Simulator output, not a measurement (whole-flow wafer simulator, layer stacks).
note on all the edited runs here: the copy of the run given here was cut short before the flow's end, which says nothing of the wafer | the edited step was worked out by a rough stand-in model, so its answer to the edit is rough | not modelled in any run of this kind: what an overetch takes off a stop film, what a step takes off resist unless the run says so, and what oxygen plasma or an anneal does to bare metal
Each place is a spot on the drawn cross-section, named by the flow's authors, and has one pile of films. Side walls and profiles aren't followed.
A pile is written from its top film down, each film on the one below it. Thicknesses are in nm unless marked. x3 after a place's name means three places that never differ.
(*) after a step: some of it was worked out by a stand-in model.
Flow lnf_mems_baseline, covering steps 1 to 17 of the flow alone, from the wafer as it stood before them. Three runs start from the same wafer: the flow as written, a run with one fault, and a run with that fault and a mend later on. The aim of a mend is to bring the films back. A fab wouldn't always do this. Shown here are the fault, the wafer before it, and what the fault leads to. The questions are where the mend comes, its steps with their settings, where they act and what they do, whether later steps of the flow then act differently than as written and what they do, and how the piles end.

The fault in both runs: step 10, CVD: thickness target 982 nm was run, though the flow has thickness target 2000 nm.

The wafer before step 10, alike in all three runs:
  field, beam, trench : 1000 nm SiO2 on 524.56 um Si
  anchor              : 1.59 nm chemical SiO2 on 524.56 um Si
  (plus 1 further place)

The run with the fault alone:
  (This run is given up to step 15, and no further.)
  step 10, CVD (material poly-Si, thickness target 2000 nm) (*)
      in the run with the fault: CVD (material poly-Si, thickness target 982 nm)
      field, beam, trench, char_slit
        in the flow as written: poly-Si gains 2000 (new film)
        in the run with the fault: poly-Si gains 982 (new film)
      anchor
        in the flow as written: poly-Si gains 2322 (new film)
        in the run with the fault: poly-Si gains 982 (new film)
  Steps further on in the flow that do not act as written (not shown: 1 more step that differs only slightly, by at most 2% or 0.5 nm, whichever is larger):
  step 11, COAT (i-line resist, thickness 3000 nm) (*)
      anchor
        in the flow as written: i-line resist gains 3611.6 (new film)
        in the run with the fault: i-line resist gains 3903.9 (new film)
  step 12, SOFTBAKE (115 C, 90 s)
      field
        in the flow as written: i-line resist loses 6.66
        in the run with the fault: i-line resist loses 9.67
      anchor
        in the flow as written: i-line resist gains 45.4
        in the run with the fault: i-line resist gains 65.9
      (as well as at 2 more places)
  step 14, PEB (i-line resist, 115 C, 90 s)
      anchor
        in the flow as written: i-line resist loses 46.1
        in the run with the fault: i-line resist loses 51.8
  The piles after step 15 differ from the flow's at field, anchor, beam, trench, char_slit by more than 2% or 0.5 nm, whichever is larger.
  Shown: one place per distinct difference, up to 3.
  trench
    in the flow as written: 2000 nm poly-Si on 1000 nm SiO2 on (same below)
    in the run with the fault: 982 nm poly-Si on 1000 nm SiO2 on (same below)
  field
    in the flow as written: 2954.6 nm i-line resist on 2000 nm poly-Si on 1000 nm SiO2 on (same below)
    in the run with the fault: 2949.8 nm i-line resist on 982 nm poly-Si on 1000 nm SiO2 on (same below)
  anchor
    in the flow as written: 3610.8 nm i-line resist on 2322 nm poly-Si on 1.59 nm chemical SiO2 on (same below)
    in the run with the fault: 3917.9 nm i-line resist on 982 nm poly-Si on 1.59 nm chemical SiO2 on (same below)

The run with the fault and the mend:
  The mend stands after step 10.
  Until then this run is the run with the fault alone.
  step 10a, ETCH (chemistry tmah, depth target 1265 nm)
      field, anchor, beam, trench, char_slit
        poly-Si loses 982 (all of it)
  step 10b, CLEAN (chemistry SC1/SC2) (the flow's step 1 again)
      leaves every film unchanged at each place that is followed
  step 10c, CVD (material poly-Si, thickness target 2000 nm) (*) (the flow's step 10 again)
      field, beam, trench, char_slit
        poly-Si gains 2000 (new film)
      anchor
        poly-Si gains 2322 (new film)
  Every later step of the flow that is run acts as written at every place that is followed.
  The piles end the same as the flow's at every place that both follow.
